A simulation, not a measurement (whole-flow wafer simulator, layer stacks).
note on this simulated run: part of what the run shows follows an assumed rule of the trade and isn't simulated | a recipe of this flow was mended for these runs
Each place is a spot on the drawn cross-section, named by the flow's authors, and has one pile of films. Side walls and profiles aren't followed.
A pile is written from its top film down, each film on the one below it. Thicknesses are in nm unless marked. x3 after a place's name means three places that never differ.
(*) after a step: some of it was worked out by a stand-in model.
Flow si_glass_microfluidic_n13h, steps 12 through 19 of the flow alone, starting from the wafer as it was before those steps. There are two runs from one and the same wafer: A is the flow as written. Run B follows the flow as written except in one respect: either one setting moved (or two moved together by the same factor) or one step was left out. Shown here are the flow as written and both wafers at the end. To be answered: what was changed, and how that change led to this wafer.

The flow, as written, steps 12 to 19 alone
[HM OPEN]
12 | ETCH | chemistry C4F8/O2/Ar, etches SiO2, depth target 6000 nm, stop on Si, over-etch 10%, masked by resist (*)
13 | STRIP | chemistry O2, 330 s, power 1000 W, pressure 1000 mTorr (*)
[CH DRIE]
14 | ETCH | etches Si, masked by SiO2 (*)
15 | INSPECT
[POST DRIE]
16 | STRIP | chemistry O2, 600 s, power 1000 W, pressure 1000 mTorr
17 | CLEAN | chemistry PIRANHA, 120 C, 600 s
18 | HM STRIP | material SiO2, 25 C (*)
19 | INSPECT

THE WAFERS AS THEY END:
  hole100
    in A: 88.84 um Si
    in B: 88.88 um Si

The reason: step 12, ETCH: over-etch 4.13% was run, whereas the flow has over-etch 10%.

Step by step, how the change led to this:
  12 | ETCH | chemistry C4F8/O2/Ar, etches SiO2, depth target 6000 nm, stop on Si, over-etch 10%, masked by resist (*)
      land: A thick-i-line-resist loses 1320 | B thick-i-line-resist loses 1249.6
      hole100: A SiO2 loses 6000 (all of it), Si loses 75 | B SiO2 loses 6000 (all of it), Si loses 31
